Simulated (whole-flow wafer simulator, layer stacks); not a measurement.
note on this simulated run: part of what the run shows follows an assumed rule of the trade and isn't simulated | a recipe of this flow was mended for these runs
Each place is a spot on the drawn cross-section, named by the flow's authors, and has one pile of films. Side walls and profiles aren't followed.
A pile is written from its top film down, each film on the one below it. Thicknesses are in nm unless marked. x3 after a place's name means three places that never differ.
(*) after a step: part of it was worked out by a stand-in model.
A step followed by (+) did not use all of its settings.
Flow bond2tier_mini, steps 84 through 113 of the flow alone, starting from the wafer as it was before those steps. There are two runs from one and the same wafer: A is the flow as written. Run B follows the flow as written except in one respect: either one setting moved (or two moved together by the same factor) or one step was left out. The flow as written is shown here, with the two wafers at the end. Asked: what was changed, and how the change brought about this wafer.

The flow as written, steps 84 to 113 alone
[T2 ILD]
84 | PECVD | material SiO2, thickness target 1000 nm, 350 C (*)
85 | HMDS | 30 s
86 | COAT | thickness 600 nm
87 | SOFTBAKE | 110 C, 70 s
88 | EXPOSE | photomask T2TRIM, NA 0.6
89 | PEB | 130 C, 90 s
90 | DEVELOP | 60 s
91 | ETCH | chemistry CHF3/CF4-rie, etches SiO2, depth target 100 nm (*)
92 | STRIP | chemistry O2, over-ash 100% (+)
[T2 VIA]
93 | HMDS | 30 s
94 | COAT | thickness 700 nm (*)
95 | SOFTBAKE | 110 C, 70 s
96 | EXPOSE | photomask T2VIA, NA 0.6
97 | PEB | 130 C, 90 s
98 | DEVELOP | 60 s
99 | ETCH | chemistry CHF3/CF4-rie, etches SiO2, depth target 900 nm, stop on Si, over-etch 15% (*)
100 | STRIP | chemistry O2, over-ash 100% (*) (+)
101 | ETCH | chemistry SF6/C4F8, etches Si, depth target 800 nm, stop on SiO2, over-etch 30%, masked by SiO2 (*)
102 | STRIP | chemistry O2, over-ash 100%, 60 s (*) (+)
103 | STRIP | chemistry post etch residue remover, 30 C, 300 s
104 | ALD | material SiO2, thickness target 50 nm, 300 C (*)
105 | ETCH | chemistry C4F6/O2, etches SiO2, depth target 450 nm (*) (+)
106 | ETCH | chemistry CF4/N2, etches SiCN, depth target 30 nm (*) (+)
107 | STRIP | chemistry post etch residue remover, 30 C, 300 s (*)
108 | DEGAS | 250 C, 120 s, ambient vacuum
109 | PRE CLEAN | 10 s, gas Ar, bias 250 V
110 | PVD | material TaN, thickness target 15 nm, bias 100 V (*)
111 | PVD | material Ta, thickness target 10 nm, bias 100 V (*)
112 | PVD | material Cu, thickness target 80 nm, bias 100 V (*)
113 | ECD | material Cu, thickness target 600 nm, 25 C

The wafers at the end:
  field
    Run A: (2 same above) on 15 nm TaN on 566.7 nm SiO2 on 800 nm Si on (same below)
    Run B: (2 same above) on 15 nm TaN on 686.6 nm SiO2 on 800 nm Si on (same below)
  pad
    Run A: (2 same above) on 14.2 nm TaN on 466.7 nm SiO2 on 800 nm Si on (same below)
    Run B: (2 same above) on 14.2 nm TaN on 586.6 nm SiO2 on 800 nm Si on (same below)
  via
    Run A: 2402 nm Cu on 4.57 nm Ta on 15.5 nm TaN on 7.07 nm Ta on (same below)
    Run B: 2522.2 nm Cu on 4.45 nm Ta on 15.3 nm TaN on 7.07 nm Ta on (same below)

What caused this: step 84, PECVD: thickness target 1120 nm was run, whereas the flow has thickness target 1000 nm.

The path from the change to this, step by step:
  84 | PECVD | material SiO2, thickness target 1000 nm, 350 C (*)
      field, pad, via: A +1000 SiO2 (new film) | B +1120 SiO2 (new film)
  99 | ETCH | chemistry CHF3/CF4-rie, etches SiO2, depth target 900 nm, stop on Si, over-etch 15% (*)
      via: A -900 SiO2 (all of it), -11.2 Si | B -1020 SiO2 (all of it), -1.25 Si
  112 | PVD | material Cu, thickness target 80 nm, bias 100 V (*)
      via: A +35 Cu (new film) | B +34 Cu (new film)
  113 | ECD | material Cu, thickness target 600 nm, 25 C
      via: A +2367 Cu | B +2488.2 Cu
